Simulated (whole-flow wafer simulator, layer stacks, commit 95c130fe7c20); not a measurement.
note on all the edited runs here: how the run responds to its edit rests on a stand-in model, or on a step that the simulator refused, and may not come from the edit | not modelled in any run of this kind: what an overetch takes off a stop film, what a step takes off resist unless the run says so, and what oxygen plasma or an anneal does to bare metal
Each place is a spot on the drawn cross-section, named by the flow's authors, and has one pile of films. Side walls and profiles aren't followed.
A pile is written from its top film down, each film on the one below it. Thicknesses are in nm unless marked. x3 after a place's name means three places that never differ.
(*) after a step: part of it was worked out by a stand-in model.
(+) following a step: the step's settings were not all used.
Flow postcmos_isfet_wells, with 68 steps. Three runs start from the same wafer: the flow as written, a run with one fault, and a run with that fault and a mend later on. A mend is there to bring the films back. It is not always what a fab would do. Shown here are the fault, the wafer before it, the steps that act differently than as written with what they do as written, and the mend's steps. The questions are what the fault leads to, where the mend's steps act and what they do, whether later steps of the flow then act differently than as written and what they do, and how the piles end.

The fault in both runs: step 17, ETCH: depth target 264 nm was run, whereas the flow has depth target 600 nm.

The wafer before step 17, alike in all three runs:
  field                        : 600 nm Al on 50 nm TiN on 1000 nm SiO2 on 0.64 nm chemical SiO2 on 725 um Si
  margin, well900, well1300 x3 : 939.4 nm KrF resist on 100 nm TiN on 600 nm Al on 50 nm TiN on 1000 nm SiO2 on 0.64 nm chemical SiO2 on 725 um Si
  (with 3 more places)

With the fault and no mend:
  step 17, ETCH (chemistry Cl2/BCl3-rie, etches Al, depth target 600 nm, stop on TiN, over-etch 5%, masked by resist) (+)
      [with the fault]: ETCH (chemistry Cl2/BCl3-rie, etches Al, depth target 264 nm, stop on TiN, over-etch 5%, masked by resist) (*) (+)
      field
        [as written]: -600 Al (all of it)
        [with the fault]: -264 Al
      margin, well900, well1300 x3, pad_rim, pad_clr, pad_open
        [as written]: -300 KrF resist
        [with the fault]: -132 KrF resist
  Steps further on in the flow that do not act as written:
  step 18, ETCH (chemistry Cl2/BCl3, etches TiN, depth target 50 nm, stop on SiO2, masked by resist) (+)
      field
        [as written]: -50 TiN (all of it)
        [with the fault]: -50 Al
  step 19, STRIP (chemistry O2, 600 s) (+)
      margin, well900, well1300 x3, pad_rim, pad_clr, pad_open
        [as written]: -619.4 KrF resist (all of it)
        [with the fault]: -787.4 KrF resist (all of it)
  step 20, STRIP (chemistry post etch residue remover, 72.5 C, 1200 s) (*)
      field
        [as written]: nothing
        [with the fault]: -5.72 Al
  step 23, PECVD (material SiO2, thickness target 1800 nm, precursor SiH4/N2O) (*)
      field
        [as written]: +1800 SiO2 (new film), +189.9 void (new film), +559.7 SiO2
        [with the fault]: +2219.3 SiO2 (new film)
  The piles end different from the flow's at field by more than 2% or 0.5 nm, whichever is larger.
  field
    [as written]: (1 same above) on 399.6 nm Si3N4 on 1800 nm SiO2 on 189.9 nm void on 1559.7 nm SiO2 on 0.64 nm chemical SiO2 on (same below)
    [with the fault]: (1 same above) on 399.6 nm Si3N4 on 2219.3 nm SiO2 on 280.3 nm Al on 50 nm TiN on 1000 nm SiO2 on 0.64 nm chemical SiO2 on (same below)

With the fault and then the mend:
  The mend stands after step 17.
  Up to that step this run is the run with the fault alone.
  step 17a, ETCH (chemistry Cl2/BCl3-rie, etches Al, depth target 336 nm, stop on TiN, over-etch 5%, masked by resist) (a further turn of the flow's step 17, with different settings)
      margin, well900, well1300 x3, pad_rim, pad_clr, pad_open
        -168 KrF resist
      field
        -336 Al (all of it)
  None of the later steps of the flow acts differently than as written at any place that is followed.
  At every place that both follow, the piles at the end match the flow's.
